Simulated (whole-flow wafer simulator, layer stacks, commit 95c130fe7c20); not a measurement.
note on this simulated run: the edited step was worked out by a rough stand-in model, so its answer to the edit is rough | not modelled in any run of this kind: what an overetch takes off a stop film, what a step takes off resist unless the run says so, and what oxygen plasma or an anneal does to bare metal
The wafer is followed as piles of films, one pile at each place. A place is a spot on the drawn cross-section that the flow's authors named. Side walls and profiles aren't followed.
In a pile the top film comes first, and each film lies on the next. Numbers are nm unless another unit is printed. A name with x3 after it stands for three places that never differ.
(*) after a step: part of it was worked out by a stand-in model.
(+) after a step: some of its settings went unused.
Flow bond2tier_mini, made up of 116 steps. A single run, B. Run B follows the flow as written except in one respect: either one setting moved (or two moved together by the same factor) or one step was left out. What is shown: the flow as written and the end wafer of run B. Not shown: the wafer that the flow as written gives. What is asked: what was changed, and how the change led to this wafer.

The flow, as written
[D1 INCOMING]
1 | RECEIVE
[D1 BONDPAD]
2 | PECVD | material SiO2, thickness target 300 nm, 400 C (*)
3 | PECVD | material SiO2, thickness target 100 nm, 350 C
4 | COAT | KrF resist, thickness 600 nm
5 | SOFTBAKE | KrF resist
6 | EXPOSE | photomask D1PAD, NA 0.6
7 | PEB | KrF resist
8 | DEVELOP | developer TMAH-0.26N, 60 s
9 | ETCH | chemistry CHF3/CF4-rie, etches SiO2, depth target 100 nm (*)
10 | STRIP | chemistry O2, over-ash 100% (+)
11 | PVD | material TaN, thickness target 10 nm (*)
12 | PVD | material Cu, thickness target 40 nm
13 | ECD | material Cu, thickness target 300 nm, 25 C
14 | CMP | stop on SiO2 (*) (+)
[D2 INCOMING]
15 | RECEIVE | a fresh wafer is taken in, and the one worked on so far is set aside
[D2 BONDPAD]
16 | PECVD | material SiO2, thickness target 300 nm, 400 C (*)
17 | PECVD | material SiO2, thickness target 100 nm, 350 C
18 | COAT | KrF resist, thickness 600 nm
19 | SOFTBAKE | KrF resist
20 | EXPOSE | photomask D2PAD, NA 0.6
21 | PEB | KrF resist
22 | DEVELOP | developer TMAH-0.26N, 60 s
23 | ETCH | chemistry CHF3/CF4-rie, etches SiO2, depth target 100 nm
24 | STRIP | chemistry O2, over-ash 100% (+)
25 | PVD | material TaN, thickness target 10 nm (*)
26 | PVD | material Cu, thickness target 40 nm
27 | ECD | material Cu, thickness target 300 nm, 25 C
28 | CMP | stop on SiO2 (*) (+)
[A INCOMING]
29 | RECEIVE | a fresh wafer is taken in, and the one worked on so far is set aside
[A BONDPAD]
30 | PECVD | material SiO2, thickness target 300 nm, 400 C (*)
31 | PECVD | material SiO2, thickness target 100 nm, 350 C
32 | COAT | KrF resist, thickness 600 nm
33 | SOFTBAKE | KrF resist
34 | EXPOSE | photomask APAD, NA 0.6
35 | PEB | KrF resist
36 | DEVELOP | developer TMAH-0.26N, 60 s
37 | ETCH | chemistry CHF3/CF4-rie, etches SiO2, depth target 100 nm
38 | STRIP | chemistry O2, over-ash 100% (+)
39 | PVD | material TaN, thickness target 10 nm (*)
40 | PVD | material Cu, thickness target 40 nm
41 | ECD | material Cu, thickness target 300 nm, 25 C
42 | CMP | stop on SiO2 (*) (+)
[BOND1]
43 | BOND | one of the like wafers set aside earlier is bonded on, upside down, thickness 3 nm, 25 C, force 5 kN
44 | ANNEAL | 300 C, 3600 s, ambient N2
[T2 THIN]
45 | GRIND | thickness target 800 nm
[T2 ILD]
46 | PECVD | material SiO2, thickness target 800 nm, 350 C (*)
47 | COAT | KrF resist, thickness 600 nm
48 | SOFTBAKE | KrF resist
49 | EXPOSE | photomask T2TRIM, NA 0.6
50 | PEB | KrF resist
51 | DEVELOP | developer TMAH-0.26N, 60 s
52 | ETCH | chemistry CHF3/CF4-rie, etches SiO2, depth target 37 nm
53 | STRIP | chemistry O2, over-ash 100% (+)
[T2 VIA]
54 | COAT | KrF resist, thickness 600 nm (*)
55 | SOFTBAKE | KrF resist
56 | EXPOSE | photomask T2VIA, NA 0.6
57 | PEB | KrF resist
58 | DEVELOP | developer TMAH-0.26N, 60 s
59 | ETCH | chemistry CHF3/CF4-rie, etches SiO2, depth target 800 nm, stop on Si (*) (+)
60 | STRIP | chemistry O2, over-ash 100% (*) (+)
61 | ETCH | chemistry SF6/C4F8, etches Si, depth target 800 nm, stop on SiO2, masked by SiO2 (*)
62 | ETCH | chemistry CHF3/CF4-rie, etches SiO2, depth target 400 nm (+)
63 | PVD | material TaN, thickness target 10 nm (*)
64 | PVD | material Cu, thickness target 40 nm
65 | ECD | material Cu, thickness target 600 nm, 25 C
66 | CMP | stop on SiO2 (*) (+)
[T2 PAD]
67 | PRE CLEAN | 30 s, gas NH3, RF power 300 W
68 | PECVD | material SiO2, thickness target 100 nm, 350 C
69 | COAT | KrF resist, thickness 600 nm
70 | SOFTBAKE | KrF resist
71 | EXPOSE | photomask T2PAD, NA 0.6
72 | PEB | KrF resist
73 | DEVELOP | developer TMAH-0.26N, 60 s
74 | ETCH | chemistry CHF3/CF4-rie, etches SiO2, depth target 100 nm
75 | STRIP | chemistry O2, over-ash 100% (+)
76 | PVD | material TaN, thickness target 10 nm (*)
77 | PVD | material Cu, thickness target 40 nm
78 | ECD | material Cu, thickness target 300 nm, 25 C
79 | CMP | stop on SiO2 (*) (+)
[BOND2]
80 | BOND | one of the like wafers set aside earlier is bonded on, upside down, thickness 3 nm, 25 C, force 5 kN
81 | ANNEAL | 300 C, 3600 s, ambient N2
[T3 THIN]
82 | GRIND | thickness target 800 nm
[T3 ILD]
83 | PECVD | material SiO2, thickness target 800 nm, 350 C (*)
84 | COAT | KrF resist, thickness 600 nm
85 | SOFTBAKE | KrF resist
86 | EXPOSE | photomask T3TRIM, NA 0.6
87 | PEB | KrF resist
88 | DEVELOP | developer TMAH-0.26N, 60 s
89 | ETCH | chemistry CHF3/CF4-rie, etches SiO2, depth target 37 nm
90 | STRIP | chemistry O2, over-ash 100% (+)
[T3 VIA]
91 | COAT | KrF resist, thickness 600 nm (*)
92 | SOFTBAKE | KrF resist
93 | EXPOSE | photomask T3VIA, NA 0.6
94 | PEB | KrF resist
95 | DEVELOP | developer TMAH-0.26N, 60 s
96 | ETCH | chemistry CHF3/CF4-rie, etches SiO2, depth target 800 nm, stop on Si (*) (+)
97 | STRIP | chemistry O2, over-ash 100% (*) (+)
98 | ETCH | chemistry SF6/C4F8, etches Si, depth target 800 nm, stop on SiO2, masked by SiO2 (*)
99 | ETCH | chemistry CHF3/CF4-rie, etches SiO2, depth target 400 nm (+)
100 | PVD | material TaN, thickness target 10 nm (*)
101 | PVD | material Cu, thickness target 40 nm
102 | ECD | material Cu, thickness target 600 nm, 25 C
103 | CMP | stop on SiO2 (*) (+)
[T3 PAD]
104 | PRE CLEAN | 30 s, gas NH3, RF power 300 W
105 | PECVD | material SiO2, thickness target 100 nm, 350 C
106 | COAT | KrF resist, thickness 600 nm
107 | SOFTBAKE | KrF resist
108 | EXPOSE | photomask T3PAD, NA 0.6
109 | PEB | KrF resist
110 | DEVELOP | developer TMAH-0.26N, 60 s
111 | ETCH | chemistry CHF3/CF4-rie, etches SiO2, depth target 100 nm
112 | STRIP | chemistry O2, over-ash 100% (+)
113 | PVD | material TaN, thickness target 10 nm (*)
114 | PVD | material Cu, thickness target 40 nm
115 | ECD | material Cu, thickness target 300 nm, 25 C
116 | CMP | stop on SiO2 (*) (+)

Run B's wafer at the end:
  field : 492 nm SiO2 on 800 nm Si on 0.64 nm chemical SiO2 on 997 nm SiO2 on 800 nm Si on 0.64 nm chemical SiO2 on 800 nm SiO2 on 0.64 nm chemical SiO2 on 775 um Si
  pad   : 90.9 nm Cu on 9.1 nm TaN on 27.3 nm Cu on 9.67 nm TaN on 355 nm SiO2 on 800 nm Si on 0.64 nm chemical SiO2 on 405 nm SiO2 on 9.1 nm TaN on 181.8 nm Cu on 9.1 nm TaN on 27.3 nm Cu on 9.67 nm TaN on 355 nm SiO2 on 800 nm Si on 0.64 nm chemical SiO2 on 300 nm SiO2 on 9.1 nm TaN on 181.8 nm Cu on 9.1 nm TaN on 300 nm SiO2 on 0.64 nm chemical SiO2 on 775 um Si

Cause: step 16, PECVD: thickness target 405 nm was run, whereas the flow has thickness target 300 nm.
The wafer itself shows it: pad has SiO2 405, and step 16 as written asks for 300 nm.

How this came from the change, step by step:
  16 | PECVD | material SiO2, thickness target 300 nm, 400 C (*)
      field, pad, via: SiO2 gains 405 (new film) (as written it would have been: SiO2 gains 300 (new film))
  80 | BOND | one of the like wafers set aside earlier is bonded on, upside down, thickness 3 nm, 25 C, force 5 kN
      field: Si gains 775 um (new film), chemical SiO2 gains 0.64 (new film), SiO2 gains 505 (as written it would have been: Si gains 775 um (new film), chemical SiO2 gains 0.64 (new film), SiO2 gains 400)
      pad: Si gains 775 um (new film), chemical SiO2 gains 0.64 (new film), SiO2 gains 405 (new film), TaN gains 9.1 (new film), Cu gains 90.9 (as written it would have been: Si gains 775 um (new film), chemical SiO2 gains 0.64 (new film), SiO2 gains 300 (new film), TaN gains 9.1 (new film), Cu gains 90.9)
